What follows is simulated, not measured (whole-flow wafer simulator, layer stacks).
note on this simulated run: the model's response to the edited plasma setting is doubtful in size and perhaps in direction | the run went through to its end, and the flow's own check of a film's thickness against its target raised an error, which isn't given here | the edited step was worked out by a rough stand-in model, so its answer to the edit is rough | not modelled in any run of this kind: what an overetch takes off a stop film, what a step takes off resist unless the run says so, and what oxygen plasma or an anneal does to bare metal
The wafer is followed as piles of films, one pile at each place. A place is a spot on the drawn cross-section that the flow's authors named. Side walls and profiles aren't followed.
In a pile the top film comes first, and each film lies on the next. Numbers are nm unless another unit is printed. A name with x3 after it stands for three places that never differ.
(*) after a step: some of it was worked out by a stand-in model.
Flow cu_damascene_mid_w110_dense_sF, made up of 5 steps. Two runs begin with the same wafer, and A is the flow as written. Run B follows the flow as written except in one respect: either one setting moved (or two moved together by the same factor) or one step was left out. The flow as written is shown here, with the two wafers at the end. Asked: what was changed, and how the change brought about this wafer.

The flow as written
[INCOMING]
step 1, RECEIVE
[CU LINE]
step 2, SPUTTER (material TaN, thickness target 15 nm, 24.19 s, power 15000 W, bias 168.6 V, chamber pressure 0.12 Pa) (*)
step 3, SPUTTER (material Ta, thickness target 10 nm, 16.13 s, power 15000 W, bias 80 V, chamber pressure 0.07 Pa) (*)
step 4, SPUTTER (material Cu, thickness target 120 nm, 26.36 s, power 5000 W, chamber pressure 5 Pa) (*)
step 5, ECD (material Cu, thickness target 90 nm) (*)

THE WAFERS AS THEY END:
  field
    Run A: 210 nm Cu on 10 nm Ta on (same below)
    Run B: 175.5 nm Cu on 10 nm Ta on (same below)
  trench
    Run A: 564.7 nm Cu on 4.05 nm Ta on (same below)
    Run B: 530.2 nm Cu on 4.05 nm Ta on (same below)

The reason: step 4, SPUTTER: power 3840 W was run, while the flow as written has power 5000 W.

How this came from the change, step by step:
  step 4, SPUTTER (material Cu, thickness target 120 nm, 26.36 s, power 5000 W, chamber pressure 5 Pa) (*)
      field: A +120 Cu (new film) | B +85.5 Cu (new film)
      trench: A +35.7 Cu (new film) | B +29.7 Cu (new film)
  step 5, ECD (material Cu, thickness target 90 nm) (*)
      trench: A +529 Cu | B +500.5 Cu
